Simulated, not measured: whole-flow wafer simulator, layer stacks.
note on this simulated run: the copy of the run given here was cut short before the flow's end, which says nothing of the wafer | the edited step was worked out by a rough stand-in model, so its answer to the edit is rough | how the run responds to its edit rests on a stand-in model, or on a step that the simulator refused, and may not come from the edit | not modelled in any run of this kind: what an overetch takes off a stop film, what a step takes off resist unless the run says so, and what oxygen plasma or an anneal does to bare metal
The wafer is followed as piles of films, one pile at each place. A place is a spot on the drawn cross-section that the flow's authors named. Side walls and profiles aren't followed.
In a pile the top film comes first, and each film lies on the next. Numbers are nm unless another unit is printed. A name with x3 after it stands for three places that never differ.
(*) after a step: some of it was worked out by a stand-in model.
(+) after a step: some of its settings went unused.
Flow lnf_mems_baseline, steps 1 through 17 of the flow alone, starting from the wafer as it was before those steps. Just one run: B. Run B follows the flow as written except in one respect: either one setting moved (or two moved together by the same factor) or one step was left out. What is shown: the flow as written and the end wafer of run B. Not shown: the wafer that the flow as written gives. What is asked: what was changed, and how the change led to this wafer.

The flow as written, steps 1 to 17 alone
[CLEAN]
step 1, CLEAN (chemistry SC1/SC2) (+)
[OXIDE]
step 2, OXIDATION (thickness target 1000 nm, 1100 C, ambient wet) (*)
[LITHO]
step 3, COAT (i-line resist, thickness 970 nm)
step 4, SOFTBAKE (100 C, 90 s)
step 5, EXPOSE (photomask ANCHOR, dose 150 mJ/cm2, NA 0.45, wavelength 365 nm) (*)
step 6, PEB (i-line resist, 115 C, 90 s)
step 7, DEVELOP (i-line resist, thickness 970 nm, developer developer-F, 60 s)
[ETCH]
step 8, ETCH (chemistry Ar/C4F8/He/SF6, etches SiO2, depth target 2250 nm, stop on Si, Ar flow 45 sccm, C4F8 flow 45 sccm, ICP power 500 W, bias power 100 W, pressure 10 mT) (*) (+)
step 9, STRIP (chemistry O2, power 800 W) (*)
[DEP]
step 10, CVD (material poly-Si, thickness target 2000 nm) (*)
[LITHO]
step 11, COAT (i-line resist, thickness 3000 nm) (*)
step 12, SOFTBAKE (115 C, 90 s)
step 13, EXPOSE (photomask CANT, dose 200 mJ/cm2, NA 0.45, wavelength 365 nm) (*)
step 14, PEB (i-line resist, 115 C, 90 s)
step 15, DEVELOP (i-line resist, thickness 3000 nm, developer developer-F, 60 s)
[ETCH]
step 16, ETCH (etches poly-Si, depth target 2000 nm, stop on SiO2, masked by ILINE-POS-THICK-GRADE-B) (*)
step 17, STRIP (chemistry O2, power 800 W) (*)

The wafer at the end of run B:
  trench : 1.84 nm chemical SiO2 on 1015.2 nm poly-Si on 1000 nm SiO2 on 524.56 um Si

Cause: step 16, ETCH: depth target 984 nm was run, while the flow as written has depth target 2000 nm.

The path from the change to this, step by step:
  step 16, ETCH (etches poly-Si, depth target 2000 nm, stop on SiO2, masked by ILINE-POS-THICK-GRADE-B) (*)
      trench, char_slit: -984 poly-Si (in the flow as written it would be: -2000 poly-Si (all of it))
      field, anchor, beam: -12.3 i-line resist (in the flow as written it would be: -25 i-line resist)
  step 17, STRIP (chemistry O2, power 800 W) (*)
      trench, char_slit: +1.84 chemical SiO2 (new film), -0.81 poly-Si (in the flow as written it would be: nothing)
